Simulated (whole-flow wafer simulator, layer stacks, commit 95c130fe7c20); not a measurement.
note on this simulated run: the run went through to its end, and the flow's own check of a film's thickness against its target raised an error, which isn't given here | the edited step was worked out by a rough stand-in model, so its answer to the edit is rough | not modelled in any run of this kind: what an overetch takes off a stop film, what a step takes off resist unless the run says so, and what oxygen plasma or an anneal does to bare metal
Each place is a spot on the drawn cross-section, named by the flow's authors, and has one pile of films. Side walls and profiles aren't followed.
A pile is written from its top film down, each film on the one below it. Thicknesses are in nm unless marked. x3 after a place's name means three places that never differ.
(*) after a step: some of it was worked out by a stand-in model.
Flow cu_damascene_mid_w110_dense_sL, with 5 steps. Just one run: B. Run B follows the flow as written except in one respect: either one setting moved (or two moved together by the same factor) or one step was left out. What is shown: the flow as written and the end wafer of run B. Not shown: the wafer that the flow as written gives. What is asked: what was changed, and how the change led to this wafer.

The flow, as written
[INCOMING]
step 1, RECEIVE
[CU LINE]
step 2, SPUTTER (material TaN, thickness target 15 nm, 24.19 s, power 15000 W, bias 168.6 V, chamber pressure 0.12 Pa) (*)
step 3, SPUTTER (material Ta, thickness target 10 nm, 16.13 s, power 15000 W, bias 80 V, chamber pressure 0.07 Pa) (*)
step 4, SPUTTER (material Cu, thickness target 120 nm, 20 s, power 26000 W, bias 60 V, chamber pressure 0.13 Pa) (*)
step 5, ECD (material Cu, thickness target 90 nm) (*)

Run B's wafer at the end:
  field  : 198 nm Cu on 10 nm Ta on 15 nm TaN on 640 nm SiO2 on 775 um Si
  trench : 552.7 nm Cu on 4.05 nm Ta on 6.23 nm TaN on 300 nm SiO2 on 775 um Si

What caused this: step 4, SPUTTER: thickness target 108 nm was run, while the flow as written has thickness target 120 nm; step 4, SPUTTER: 18 s was run, where the flow has 20 s.

Step by step, how the change led to this:
  step 4, SPUTTER (material Cu, thickness target 120 nm, 20 s, power 26000 W, bias 60 V, chamber pressure 0.13 Pa) (*)
      field: +108 Cu (new film) (in the flow as written it would be: +120 Cu (new film))
      trench: +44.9 Cu (new film) (in the flow as written it would be: +49.9 Cu (new film))
